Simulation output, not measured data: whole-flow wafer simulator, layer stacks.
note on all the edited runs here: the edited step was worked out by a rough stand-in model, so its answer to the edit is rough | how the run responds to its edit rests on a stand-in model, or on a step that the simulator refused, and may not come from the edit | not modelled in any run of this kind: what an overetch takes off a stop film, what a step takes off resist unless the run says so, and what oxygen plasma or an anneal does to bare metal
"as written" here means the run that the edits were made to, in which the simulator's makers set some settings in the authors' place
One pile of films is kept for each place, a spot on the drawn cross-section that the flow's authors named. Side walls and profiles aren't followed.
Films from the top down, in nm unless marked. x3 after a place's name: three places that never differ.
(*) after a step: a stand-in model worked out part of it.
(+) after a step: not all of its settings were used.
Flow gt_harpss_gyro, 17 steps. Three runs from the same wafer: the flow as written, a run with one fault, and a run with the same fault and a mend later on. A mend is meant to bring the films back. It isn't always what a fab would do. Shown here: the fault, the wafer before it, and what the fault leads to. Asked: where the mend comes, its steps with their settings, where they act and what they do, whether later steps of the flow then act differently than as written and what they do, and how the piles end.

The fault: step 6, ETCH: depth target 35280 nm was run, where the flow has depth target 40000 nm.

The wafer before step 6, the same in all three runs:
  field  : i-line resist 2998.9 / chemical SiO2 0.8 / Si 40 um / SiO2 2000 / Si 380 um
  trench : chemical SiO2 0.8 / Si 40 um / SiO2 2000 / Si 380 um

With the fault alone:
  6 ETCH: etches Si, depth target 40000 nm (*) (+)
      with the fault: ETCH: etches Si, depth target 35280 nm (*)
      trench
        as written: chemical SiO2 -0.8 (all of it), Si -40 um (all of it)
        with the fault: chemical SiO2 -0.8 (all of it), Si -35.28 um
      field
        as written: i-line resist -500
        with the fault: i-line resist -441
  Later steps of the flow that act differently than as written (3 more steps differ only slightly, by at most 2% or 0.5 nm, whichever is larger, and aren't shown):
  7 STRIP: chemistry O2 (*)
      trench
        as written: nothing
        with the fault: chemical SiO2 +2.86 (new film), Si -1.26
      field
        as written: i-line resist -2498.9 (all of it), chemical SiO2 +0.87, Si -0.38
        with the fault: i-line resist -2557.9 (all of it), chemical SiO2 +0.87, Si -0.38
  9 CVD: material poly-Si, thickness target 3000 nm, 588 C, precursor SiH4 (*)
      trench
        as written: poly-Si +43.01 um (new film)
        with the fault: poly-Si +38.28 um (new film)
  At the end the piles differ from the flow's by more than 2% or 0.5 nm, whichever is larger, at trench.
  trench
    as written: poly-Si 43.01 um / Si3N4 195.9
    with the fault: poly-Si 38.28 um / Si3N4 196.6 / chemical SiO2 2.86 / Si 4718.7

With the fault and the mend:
  The mend comes after step 6.
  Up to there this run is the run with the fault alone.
  6a ETCH: etches Si, depth target 4720 nm (*) (+) (the flow's step 6 once more, with other settings)
      field
        i-line resist -59
      trench
        Si -4719.9 (all of it)
  No later step of the flow acts differently than as written at any place that is followed.
  At the end the piles are the same as the flow's at every place that both follow.
